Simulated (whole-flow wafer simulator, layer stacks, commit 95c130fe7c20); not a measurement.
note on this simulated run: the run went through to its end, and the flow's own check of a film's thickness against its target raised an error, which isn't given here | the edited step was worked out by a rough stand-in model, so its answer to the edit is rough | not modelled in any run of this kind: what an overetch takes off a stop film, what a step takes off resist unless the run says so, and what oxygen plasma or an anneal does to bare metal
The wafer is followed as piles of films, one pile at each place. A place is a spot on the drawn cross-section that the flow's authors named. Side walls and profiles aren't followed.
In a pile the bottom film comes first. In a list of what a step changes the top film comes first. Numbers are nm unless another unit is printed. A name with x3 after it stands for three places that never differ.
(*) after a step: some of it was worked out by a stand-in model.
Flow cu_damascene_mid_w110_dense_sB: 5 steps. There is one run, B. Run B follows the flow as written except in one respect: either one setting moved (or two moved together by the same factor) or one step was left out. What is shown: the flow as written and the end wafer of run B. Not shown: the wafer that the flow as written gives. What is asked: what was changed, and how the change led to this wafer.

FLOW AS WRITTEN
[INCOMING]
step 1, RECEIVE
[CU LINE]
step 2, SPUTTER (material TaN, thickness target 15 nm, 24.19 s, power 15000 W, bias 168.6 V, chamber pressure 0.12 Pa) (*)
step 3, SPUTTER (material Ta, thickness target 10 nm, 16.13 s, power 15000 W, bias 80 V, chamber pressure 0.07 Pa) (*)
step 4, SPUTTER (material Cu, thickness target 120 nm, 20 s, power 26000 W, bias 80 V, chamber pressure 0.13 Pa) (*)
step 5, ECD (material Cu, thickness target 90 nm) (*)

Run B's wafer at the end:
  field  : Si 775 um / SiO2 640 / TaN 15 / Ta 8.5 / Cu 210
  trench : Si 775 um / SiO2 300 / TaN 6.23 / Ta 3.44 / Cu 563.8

Cause: step 3, SPUTTER: thickness target 8.5 nm was run, while the flow as written has thickness target 10 nm; step 3, SPUTTER: 13.71 s was run, where the flow has 16.13 s.
One can read it off the wafer: field has Ta 8.5, and step 3 as written asks for 10 nm.

The path from the change to this, step by step:
  step 3, SPUTTER (material Ta, thickness target 10 nm, 16.13 s, power 15000 W, bias 80 V, chamber pressure 0.07 Pa) (*)
      field: +8.5 Ta (new film) (as written it would have been: +10 Ta (new film))
      trench: +3.44 Ta (new film) (as written it would have been: +4.05 Ta (new film))
